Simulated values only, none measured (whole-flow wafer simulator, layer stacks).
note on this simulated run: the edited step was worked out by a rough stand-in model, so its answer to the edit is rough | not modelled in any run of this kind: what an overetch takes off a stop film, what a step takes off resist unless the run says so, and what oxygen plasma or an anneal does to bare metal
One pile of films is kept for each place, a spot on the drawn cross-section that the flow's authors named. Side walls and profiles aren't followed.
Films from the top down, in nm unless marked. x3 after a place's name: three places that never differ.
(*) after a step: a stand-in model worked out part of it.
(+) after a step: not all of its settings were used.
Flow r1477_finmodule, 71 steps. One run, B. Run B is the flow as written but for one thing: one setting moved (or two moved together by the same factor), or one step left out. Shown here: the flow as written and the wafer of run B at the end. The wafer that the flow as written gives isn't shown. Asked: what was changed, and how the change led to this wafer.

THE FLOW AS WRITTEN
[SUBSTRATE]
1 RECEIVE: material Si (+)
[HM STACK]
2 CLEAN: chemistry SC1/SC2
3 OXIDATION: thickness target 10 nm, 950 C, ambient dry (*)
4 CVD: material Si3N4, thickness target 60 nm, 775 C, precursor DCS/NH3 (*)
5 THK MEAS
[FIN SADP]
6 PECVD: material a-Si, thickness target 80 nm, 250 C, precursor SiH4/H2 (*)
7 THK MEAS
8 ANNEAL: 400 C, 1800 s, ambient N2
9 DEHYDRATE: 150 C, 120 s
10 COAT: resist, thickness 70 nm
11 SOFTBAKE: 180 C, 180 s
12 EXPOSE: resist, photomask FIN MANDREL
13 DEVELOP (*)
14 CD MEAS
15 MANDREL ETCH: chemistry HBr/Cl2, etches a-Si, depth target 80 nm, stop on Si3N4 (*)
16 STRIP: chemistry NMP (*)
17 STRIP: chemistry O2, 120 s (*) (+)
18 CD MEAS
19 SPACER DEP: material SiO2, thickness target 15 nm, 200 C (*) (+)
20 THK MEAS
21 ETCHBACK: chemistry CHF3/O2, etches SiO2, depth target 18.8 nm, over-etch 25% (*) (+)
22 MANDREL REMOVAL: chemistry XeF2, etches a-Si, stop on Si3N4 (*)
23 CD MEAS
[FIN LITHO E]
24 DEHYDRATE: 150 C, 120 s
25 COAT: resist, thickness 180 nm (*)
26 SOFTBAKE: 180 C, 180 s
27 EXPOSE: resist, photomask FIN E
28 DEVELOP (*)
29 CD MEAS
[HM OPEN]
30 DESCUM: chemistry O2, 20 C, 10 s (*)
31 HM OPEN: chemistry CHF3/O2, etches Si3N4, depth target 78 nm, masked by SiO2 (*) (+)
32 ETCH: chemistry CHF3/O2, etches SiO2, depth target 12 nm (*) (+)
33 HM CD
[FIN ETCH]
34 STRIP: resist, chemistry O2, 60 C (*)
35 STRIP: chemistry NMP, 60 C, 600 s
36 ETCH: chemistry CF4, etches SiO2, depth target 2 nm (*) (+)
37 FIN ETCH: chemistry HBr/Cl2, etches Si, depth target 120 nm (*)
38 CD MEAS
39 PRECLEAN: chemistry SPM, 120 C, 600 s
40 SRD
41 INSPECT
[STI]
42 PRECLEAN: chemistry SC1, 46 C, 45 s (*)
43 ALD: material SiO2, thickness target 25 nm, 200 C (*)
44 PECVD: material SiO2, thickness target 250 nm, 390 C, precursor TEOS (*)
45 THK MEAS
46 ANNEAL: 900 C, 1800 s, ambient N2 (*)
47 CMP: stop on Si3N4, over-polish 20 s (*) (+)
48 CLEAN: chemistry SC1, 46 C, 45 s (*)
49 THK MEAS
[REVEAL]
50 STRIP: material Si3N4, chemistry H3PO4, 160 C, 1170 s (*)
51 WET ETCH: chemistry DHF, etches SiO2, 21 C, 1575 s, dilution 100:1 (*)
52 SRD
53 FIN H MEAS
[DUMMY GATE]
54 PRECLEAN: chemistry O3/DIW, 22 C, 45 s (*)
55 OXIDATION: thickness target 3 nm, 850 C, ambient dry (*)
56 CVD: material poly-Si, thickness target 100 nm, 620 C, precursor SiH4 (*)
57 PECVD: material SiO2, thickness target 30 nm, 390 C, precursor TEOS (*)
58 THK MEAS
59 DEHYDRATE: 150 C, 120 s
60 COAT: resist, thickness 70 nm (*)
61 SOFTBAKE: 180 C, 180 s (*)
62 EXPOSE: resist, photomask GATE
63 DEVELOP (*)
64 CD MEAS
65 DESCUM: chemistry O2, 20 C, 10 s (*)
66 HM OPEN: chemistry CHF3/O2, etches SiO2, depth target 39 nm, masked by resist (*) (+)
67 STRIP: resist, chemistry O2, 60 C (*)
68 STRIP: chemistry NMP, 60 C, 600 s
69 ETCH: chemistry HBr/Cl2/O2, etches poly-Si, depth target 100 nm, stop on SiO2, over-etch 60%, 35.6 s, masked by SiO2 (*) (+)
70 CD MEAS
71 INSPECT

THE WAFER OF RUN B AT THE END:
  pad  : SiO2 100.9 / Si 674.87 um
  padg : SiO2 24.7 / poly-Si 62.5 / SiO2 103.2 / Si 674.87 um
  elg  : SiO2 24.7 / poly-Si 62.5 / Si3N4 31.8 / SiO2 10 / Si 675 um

The cause: step 56, CVD: thickness target 62.5 nm was run, where the flow has thickness target 100 nm.
It can be read off the wafer: padg has poly-Si 62.5, and step 56 as written asks for 100 nm.

How the change led to this, step by step:
  56 CVD: material poly-Si, thickness target 100 nm, 620 C, precursor SiH4 (*)
      pad, padg, elg and 26 more: poly-Si +62.5 (new film) (as written it would be: poly-Si +100 (new film))
      s40cg, s40co: poly-Si +75.2 (new film) (as written it would be: poly-Si +113.9 (new film))
      (and at 5 more places)
  60 COAT: resist, thickness 70 nm (*)
      e40lg, e40lo: resist +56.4 (new film) (as written it would be: resist +66.9 (new film))
      e40sg, e40so: resist +119 (new film) (as written it would be: resist +129.5 (new film))
      (and at 2 more places)
  63 DEVELOP (*)
      e40lo: resist -56.4 (all of it) (as written it would be: resist -66.9 (all of it))
      e40so: resist -119 (all of it) (as written it would be: resist -129.5 (all of it))
      (and at 1 more place)
  67 STRIP: resist, chemistry O2, 60 C (*)
      e40lg: resist -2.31 (all of it) (as written it would be: resist -12.8 (all of it))
      e40sg: resist -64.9 (all of it) (as written it would be: resist -75.4 (all of it))
      (and at 3 more places)
  69 ETCH: chemistry HBr/Cl2/O2, etches poly-Si, depth target 100 nm, stop on SiO2, over-etch 60%, 35.6 s, masked by SiO2 (*) (+)
      pad, eso, e40so and 8 more: chemical SiO2 -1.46 (all of it), poly-Si -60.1 (all of it), SiO2 -2.3 (as written it would be: chemical SiO2 -1.46 (all of it), poly-Si -97.6 (all of it), SiO2 -0.42)
      elo, e40lo, e100lo, e200lo: chemical SiO2 -1.46 (all of it), poly-Si -60.1 (all of it), Si3N4 -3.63 (as written it would be: chemical SiO2 -1.46 (all of it), poly-Si -97.6 (all of it), Si3N4 -0.22)
      (and at 3 more places)
